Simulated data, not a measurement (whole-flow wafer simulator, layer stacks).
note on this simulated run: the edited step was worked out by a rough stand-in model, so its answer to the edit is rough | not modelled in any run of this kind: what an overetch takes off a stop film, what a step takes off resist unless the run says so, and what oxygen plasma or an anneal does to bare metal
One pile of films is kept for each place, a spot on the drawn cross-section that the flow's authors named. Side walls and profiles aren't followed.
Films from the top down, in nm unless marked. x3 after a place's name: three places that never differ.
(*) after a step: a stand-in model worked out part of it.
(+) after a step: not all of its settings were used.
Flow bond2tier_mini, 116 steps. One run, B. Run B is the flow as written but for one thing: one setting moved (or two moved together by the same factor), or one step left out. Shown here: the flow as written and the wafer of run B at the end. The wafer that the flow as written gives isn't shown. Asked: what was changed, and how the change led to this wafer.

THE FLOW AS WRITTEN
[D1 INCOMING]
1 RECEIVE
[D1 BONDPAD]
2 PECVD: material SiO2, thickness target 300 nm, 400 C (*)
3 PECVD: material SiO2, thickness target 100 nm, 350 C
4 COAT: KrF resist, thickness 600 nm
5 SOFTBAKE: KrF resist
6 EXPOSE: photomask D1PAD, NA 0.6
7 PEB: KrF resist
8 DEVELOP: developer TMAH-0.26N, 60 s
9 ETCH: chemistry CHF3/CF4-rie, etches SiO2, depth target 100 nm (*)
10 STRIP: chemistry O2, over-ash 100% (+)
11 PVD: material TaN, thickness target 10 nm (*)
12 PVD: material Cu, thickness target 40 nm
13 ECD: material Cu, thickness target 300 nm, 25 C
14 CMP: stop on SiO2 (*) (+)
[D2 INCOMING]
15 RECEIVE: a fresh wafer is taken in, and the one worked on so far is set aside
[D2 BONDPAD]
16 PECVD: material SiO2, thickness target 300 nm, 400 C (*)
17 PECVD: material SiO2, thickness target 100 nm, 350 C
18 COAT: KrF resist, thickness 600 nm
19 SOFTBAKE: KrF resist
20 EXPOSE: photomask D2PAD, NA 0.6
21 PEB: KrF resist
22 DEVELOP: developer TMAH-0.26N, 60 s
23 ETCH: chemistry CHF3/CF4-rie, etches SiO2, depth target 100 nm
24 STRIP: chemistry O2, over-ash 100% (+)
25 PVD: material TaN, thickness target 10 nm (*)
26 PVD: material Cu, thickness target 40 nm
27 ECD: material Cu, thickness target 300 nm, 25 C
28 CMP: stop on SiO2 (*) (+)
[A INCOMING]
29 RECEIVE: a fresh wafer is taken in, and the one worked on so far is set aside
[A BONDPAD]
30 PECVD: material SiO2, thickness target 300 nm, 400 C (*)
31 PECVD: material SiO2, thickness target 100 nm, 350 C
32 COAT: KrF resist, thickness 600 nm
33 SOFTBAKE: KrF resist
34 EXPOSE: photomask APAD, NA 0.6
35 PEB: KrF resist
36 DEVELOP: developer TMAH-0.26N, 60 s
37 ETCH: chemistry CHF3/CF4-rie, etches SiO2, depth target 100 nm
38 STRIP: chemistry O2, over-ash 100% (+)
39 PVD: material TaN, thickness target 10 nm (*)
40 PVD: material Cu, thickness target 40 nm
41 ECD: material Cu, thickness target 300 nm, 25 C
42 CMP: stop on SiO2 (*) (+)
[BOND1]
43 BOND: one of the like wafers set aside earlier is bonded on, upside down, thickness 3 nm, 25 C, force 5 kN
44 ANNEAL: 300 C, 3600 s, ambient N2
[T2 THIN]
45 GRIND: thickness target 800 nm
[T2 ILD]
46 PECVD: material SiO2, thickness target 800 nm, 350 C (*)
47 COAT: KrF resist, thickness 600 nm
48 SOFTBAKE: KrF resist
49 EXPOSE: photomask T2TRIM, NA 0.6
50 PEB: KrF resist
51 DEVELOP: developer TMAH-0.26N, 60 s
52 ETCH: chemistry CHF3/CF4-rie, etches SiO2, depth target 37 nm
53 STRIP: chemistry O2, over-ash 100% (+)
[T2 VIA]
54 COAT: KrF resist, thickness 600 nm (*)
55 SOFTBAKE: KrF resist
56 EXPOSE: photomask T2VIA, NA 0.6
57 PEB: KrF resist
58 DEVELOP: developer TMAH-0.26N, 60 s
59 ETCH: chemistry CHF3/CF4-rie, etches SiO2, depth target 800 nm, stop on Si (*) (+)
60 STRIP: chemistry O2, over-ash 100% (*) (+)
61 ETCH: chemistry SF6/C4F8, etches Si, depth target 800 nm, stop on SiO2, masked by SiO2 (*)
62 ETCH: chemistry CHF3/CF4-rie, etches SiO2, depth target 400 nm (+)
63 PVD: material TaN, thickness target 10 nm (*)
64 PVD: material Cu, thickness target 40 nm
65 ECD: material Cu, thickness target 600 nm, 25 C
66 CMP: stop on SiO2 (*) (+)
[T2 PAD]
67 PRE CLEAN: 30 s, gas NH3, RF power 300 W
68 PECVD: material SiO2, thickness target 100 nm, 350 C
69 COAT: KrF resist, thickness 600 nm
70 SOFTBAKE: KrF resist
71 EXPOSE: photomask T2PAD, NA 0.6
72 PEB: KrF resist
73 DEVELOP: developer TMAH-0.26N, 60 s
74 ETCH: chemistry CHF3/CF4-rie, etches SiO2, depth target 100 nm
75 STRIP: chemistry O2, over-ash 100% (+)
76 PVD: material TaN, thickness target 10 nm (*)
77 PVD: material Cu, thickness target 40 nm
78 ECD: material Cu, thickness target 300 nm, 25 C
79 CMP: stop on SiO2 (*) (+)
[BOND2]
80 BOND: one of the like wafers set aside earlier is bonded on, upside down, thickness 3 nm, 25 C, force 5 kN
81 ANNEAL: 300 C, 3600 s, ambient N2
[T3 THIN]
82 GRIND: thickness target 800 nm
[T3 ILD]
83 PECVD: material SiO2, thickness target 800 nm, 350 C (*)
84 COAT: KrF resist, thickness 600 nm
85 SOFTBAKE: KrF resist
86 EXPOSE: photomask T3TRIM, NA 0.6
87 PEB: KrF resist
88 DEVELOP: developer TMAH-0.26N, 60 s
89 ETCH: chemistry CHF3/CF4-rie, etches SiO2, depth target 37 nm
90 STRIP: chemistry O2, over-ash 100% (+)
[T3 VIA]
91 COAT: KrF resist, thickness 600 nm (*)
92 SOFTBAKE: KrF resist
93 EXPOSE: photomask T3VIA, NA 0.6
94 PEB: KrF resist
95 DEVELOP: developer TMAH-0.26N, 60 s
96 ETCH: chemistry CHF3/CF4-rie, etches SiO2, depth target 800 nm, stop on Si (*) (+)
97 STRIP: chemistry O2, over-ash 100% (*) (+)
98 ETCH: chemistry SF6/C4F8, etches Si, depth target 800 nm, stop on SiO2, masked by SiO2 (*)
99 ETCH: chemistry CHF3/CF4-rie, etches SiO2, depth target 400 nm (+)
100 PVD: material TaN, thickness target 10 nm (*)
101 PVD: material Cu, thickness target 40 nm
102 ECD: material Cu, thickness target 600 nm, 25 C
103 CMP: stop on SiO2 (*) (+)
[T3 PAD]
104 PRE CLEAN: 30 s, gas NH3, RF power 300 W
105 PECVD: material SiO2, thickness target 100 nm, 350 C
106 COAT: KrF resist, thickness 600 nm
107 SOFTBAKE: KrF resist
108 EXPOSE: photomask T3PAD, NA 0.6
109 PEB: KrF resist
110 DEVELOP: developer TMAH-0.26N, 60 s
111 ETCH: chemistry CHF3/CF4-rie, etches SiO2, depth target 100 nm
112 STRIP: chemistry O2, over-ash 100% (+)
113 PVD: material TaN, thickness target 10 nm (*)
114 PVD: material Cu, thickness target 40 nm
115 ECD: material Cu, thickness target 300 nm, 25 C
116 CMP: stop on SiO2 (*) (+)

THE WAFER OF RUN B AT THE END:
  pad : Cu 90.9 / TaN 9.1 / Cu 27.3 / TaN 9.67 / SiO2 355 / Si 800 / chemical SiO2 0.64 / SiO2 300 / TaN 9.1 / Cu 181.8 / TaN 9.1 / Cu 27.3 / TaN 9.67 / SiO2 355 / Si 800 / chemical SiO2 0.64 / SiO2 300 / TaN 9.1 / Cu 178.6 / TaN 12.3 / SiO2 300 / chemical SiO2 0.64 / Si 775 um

The cause: step 39, PVD: thickness target 13.5 nm was run, where the flow has thickness target 10 nm.

How the change led to this, step by step:
  39 PVD: material TaN, thickness target 10 nm (*)
      field: TaN +13.5 (new film) (as written it would be: TaN +10 (new film))
      pad: TaN +12.3 (new film) (as written it would be: TaN +9.1 (new film))
      (and at 1 more place)
  42 CMP: stop on SiO2 (*) (+)
      field: Cu -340 (all of it), TaN -13.5 (all of it) (as written it would be: Cu -340 (all of it), TaN -10 (all of it))
